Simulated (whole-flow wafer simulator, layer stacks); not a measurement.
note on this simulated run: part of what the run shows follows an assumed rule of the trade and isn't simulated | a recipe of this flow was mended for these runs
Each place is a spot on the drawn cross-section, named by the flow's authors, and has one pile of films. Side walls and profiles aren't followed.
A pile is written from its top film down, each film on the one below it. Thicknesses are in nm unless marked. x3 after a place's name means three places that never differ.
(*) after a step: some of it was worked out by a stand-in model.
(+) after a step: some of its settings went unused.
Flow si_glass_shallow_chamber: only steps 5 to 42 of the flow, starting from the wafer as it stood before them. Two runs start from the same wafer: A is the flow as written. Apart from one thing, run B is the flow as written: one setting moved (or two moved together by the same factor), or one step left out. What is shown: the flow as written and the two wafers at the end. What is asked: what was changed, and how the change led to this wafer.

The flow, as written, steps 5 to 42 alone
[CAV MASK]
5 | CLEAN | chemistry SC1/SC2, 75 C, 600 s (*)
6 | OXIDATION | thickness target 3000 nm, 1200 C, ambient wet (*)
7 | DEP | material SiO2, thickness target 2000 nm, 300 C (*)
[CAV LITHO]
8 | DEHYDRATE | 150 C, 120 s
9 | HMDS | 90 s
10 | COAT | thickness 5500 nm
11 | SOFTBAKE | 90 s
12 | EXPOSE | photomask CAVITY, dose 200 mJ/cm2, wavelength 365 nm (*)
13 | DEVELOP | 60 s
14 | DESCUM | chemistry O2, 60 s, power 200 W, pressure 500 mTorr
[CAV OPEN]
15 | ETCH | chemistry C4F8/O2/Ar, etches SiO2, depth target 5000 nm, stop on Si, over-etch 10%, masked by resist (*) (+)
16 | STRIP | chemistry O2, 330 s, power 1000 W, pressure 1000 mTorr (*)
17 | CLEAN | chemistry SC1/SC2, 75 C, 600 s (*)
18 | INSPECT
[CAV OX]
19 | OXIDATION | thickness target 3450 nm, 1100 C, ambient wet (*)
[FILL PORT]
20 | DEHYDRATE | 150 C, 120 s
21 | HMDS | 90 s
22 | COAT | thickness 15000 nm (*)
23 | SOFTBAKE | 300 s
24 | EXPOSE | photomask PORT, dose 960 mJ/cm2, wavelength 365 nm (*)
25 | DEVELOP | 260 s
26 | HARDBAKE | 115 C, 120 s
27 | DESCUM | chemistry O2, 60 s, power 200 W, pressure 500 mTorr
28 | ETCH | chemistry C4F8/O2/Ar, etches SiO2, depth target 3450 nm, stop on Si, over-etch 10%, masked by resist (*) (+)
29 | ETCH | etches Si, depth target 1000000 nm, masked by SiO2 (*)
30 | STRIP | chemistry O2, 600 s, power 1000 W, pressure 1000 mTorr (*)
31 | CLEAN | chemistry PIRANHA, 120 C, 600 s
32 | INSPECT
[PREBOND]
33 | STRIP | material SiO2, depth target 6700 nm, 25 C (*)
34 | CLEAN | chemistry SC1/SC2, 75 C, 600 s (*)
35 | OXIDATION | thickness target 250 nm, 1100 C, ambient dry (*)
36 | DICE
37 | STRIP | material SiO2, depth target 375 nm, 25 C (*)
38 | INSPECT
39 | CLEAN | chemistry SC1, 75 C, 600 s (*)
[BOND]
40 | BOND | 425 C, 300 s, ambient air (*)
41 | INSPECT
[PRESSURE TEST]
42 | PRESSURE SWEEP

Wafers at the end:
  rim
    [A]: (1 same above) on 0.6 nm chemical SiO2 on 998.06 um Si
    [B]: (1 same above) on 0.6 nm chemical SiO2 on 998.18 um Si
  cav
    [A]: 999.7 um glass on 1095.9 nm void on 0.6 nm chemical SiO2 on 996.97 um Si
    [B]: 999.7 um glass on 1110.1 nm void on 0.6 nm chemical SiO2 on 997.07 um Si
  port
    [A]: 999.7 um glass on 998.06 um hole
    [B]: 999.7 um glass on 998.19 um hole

Cause: step 6, OXIDATION: thickness target 2662 nm was run, though the flow has thickness target 3000 nm.

How this came from the change, step by step:
  6 | OXIDATION | thickness target 3000 nm, 1200 C, ambient wet (*)
      rim, ramp, cav, port, septum, ring: A +3000 SiO2 (new film), -0.6 chemical SiO2 (all of it), -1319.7 Si | B +2662 SiO2 (new film), -0.6 chemical SiO2 (all of it), -1171 Si
  15 | ETCH | chemistry C4F8/O2/Ar, etches SiO2, depth target 5000 nm, stop on Si, over-etch 10%, masked by resist (*) (+)
      rim, ramp, septum, ring: A -1100 thick-i-line-resist | B -1025.6 thick-i-line-resist
      cav, port: A -5000 SiO2 (all of it), -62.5 Si | B -4662 SiO2 (all of it), -104.8 Si
  19 | OXIDATION | thickness target 3450 nm, 1100 C, ambient wet (*)
      rim, ramp, septum, ring: A +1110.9 SiO2, -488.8 Si | B +1174.6 SiO2, -516.8 Si
  22 | COAT | thickness 15000 nm (*)
      rim: A +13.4 um thick-i-line-resist (new film) | B +13.51 um thick-i-line-resist (new film)
      ramp: A +12.89 um thick-i-line-resist (new film) | B +13.03 um thick-i-line-resist (new film)
      (as well as at 4 more places)
  23 | SOFTBAKE | 300 s
      rim: A -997 thick-i-line-resist | B -923.9 thick-i-line-resist
      ramp: A -487.1 thick-i-line-resist | B -448.7 thick-i-line-resist
      (as well as at 4 more places)
  25 | DEVELOP | 260 s
      port: A -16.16 um thick-i-line-resist (all of it) | B -16.08 um thick-i-line-resist (all of it)
  26 | HARDBAKE | 115 C, 120 s
      rim, ramp: A -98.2 thick-i-line-resist | B -100.4 thick-i-line-resist
  29 | ETCH | etches Si, depth target 1000000 nm, masked by SiO2 (*)
      rim, ramp: A -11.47 um thick-i-line-resist (all of it), -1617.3 SiO2 | B -11.65 um thick-i-line-resist (all of it), -1522.4 SiO2
      port: A +997.05 um hole (new film), -997.05 um Si (all of it) | B +997.15 um hole (new film), -997.15 um Si (all of it)
      (as well as at 2 more places)
  30 | STRIP | chemistry O2, 600 s, power 1000 W, pressure 1000 mTorr (*)
      cav: A -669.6 thick-i-line-resist (all of it) | B -590.6 thick-i-line-resist (all of it)
  33 | STRIP | material SiO2, depth target 6700 nm, 25 C (*)
      rim, ramp: A -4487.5 SiO2 (all of it) | B -4308.1 SiO2 (all of it)
      septum: A -5732.1 SiO2 (all of it) | B -5466.1 SiO2 (all of it)
      (as well as at 1 more place)
